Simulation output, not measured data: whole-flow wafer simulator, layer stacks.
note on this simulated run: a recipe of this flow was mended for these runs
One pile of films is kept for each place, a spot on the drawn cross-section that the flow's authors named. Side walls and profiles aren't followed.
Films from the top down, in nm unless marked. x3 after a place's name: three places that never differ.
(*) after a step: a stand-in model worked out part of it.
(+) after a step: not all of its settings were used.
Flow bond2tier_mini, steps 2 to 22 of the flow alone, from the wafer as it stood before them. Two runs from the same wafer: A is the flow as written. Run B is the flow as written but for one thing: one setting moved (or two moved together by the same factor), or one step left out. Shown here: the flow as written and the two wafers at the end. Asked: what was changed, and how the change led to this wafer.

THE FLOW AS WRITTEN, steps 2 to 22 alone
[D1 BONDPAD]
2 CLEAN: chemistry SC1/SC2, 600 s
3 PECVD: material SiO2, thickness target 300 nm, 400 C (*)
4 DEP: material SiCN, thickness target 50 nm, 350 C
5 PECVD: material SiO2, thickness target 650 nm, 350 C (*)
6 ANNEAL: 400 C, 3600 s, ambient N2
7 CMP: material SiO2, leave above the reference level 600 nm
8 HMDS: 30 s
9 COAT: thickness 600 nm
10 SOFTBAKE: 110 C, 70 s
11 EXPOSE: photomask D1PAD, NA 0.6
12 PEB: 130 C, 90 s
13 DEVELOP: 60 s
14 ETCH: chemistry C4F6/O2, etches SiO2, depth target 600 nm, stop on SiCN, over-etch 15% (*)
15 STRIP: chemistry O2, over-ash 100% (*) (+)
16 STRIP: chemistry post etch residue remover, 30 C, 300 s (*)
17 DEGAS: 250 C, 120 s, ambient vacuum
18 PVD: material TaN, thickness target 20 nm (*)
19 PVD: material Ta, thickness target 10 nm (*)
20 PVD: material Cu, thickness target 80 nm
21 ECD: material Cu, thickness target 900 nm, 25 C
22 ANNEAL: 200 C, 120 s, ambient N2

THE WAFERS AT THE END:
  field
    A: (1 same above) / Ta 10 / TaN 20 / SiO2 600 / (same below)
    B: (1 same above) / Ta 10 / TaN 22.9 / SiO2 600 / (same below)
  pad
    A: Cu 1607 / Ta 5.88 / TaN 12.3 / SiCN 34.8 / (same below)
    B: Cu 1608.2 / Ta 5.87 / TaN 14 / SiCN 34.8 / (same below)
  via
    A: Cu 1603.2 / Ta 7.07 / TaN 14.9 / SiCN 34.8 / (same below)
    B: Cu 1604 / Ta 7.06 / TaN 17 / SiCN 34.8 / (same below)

The cause: step 18, PVD: thickness target 22.9 nm was run, where the flow has thickness target 20 nm.
It can be read off the wafer: field has TaN 22.9, and step 18 as written asks for 20 nm.

How the change led to this, step by step:
  18 PVD: material TaN, thickness target 20 nm (*)
      field: A TaN +20 (new film) | B TaN +22.9 (new film)
      pad: A TaN +12.3 (new film) | B TaN +14 (new film)
      (and at 1 more place)
